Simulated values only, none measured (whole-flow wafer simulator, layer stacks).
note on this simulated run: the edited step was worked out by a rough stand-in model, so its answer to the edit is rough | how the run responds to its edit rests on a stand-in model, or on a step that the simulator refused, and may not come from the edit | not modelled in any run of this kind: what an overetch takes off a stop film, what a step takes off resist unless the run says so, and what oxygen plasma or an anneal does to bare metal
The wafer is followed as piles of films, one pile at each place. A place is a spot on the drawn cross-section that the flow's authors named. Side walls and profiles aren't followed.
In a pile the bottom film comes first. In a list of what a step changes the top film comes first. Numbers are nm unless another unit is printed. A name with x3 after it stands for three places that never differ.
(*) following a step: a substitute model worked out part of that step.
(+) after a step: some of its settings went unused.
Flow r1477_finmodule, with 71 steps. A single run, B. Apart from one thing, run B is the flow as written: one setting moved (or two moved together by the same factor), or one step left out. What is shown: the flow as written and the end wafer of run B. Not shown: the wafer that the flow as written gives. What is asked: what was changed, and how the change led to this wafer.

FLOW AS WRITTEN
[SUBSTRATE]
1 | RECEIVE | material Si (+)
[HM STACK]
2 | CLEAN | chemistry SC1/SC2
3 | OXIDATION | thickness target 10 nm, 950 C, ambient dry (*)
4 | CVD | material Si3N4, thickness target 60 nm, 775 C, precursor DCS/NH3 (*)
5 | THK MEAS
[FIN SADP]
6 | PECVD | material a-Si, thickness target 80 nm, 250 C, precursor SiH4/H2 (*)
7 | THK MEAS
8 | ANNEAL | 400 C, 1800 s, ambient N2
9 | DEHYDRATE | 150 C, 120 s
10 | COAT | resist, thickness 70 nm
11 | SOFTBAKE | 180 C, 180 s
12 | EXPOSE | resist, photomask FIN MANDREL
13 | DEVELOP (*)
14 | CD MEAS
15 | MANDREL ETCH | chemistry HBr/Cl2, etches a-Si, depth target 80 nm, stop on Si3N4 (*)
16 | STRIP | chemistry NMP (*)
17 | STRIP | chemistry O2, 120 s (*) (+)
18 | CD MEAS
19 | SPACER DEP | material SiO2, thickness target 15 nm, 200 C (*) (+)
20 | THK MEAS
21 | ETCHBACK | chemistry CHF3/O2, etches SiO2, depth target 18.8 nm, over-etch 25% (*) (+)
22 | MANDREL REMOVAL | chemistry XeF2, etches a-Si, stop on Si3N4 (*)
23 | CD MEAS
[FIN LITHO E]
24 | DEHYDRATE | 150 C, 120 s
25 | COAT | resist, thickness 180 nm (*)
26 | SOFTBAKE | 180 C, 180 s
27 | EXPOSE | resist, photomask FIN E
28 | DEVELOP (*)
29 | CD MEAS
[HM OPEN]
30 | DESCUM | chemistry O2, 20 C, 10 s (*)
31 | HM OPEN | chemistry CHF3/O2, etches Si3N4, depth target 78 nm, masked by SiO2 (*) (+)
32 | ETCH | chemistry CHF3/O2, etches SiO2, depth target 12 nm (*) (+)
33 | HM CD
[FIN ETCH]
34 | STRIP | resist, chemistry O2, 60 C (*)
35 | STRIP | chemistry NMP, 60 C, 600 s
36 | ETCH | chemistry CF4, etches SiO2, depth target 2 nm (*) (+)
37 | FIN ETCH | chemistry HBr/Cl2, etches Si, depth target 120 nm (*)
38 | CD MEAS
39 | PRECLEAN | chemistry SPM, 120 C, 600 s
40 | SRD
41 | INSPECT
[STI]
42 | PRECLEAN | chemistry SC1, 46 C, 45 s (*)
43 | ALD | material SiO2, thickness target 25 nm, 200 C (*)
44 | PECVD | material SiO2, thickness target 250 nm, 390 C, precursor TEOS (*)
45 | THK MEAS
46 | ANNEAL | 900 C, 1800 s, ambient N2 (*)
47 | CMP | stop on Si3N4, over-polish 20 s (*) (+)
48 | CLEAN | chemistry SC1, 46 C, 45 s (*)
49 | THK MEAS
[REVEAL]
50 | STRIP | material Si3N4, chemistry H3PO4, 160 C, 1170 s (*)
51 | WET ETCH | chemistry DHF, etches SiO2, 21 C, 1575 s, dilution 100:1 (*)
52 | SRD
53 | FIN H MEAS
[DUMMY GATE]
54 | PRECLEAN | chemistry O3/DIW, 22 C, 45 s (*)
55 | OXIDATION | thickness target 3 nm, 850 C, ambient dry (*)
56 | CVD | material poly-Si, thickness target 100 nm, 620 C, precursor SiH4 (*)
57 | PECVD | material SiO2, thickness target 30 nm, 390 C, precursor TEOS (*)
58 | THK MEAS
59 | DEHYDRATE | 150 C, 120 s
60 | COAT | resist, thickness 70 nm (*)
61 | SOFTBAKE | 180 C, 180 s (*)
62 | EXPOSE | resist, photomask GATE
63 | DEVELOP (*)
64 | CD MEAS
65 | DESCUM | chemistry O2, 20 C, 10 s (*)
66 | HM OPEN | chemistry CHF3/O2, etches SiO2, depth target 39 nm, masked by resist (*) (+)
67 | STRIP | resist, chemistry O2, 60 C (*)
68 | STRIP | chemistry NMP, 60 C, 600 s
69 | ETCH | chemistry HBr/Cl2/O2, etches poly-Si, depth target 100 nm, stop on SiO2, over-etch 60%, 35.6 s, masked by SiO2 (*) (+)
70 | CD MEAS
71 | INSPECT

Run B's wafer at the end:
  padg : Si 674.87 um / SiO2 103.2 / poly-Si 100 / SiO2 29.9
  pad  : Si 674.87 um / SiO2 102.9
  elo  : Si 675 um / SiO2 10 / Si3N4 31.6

What caused this: step 57, PECVD: thickness target 35.2 nm was run, whereas the flow has thickness target 30 nm.

Step by step, how the change led to this:
  57 | PECVD | material SiO2, thickness target 30 nm, 390 C, precursor TEOS (*)
      pad, padg, elg and 33 more: SiO2 gains 35.2 (new film) (as written it would have been: SiO2 gains 30 (new film))
  66 | HM OPEN | chemistry CHF3/O2, etches SiO2, depth target 39 nm, masked by resist (*) (+)
      pad, elo, eso and 15 more: SiO2 loses 35.2 (all of it), poly-Si loses 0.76 (as written it would have been: SiO2 loses 30 (all of it), poly-Si loses 1.8)
